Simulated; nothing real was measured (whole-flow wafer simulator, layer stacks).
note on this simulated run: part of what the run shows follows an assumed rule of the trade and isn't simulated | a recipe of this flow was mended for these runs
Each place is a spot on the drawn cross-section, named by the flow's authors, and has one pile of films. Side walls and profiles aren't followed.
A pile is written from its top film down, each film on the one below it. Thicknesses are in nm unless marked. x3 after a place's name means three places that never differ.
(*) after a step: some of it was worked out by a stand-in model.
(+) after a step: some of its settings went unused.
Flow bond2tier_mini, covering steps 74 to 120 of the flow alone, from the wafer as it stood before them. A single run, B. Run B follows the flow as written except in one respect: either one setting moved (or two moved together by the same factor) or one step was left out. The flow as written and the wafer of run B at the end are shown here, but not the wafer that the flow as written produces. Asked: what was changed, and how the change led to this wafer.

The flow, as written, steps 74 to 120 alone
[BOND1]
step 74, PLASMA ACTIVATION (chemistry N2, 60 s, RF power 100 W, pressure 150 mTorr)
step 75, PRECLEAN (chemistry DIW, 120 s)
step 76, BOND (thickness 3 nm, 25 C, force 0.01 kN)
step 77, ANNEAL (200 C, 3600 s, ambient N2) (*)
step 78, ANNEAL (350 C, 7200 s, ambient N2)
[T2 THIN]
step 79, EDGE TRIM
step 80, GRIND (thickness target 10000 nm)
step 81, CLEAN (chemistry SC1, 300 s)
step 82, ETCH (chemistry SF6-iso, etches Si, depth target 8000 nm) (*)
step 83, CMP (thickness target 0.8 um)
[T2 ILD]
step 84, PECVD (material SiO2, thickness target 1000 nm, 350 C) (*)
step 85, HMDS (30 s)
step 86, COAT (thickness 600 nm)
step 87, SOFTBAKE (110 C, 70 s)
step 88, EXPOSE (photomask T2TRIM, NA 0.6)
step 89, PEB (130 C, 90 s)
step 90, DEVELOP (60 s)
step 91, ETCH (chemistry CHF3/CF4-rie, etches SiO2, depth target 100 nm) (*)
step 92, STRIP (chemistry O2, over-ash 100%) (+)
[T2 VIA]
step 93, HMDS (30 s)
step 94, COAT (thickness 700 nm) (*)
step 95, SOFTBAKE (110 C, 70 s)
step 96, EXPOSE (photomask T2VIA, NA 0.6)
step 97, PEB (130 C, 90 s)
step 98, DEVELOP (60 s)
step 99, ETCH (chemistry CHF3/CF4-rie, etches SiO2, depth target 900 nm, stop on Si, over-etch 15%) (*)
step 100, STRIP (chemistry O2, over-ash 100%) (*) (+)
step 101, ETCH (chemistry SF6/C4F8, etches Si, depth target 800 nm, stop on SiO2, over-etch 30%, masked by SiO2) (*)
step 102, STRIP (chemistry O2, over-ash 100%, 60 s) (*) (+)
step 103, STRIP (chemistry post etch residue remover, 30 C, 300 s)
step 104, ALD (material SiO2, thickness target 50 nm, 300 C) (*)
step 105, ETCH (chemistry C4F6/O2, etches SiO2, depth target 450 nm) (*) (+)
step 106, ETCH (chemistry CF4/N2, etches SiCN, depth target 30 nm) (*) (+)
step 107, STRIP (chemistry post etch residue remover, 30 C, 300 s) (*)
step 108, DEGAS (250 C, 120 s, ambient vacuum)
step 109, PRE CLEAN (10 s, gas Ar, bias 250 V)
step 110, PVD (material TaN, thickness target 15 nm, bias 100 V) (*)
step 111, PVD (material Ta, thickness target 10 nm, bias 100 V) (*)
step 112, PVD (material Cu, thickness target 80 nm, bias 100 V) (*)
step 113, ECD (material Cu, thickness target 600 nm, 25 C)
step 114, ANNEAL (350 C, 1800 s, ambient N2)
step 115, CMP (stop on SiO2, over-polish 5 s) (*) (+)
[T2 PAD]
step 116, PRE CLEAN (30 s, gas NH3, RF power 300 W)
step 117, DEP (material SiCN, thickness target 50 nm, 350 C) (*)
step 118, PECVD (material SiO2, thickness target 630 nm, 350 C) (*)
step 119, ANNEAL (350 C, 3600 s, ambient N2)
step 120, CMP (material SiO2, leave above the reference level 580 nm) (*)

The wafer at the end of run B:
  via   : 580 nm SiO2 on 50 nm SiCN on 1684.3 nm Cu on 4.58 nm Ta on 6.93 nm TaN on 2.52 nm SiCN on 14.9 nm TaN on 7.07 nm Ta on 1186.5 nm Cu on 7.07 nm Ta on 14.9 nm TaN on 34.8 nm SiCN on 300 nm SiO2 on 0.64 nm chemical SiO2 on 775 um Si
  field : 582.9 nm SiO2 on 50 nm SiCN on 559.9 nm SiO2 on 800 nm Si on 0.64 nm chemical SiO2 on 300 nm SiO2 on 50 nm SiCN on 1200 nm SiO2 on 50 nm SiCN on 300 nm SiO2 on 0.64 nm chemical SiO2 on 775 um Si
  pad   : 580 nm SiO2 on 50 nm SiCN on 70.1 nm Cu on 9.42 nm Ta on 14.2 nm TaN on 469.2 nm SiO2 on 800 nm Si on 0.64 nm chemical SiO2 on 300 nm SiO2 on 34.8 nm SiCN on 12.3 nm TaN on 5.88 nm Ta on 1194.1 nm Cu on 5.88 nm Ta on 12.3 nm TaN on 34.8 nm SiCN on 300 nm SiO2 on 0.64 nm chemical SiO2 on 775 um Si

What caused this: step 101, ETCH: depth target 603 nm was run, whereas the flow has depth target 800 nm.

The path from the change to this, step by step:
  step 101, ETCH (chemistry SF6/C4F8, etches Si, depth target 800 nm, stop on SiO2, over-etch 30%, masked by SiO2) (*)
      via: -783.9 Si (as written it would have been: -788.8 Si (all of it), -0.64 chemical SiO2 (all of it), -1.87 SiO2)
      field, pad: -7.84 SiO2 (as written it would have been: -10.3 SiO2)
  step 104, ALD (material SiO2, thickness target 50 nm, 300 C) (*)
      via: +50 SiO2 (new film) (as written it would have been: +50 SiO2)
  step 105, ETCH (chemistry C4F6/O2, etches SiO2, depth target 450 nm) (*) (+)
      via: -50 SiO2 (all of it), -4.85 Si (all of it), -0.64 chemical SiO2 (all of it), -300 SiO2 (all of it), -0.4 SiCN (as written it would have been: -348.1 SiO2 (all of it), -17.2 SiCN)
  step 106, ETCH (chemistry CF4/N2, etches SiCN, depth target 30 nm) (*) (+)
      via: -30 SiCN (as written it would have been: -17.6 SiCN (all of it), -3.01 TaN)
  step 109, PRE CLEAN (10 s, gas Ar, bias 250 V)
      via: -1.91 SiCN (as written it would have been: -3.19 TaN)
  step 110, PVD (material TaN, thickness target 15 nm, bias 100 V) (*)
      via: +6.93 TaN (new film) (as written it would have been: +6.94 TaN)
With metal films that touch counted as one body, via has 2 bodies (between them, from the top down: SiCN 2.52); the flow as written gives 1 body.
